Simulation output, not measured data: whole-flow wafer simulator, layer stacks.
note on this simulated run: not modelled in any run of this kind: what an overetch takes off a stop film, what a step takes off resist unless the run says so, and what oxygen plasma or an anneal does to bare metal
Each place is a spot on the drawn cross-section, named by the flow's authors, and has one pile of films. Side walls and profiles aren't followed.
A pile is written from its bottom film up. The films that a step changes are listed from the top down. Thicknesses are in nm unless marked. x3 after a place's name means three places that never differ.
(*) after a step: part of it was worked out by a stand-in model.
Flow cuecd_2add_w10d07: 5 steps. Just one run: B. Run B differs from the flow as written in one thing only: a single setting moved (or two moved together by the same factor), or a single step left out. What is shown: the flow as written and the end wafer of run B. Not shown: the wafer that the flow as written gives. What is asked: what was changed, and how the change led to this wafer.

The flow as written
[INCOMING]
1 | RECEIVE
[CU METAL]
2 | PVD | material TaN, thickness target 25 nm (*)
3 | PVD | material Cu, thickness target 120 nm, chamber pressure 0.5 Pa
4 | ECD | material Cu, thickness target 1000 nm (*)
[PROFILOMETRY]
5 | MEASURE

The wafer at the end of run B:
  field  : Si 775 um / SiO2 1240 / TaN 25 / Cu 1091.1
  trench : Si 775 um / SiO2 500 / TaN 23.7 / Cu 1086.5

What caused this: step 3, PVD: thickness target 91.1 nm was run, though the flow has thickness target 120 nm.

The path from the change to this, step by step:
  3 | PVD | material Cu, thickness target 120 nm, chamber pressure 0.5 Pa
      field: +91.1 Cu (new film) (as written it would have been: +120 Cu (new film))
      trench: +86.5 Cu (new film) (as written it would have been: +114 Cu (new film))
